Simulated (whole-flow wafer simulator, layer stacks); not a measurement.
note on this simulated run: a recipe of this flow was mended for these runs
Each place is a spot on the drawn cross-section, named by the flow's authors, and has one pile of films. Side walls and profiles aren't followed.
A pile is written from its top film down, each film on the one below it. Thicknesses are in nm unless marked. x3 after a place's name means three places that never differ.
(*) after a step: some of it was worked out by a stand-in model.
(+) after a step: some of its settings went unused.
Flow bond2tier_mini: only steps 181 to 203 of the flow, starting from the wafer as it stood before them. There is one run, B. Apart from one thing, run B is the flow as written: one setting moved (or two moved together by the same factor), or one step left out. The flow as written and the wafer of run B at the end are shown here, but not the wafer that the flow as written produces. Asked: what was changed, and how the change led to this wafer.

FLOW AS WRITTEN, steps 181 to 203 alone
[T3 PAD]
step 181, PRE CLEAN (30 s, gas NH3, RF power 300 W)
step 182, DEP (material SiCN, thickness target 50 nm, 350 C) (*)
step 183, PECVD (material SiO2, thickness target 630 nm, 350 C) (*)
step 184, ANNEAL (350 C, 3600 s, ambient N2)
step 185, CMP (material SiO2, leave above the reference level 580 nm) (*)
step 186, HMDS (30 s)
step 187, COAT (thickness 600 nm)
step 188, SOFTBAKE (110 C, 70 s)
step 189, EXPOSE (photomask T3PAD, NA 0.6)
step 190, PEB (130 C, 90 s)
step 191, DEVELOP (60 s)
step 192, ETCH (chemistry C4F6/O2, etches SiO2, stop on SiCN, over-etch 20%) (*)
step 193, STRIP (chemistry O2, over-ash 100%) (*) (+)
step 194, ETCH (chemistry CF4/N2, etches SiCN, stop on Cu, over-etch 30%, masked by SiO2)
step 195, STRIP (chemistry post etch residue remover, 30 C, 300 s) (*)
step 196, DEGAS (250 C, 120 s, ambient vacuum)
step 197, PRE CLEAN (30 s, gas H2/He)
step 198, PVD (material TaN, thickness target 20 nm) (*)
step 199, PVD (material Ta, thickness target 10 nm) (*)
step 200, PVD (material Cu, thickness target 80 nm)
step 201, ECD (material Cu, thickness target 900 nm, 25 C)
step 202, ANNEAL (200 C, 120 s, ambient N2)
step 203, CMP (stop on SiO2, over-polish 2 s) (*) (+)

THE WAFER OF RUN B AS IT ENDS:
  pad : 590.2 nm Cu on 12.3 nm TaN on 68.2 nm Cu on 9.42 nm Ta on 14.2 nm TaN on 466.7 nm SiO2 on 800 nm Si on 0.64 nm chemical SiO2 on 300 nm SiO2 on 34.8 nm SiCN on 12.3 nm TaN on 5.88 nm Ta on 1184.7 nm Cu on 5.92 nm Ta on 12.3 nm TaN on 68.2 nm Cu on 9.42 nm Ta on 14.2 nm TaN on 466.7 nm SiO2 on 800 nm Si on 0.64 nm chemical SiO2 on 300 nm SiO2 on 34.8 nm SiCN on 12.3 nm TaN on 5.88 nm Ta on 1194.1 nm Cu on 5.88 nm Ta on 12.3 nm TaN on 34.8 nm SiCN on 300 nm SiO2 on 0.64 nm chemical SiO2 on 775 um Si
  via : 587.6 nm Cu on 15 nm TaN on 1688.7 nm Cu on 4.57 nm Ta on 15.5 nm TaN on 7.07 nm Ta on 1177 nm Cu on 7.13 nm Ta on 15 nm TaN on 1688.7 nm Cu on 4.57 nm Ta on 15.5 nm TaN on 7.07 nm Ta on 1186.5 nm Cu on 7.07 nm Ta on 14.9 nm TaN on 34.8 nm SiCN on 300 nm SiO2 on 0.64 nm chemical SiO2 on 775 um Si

Cause: step 199, PVD: material Ta, thickness target 10 nm (*), was omitted.

Step by step, how the change led to this:
  step 203, CMP (stop on SiO2, over-polish 2 s) (*) (+)
      field: Cu loses 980 (all of it), TaN loses 20 (all of it) (in the flow as written it would be: Cu loses 980 (all of it), Ta loses 10 (all of it), TaN loses 20 (all of it))
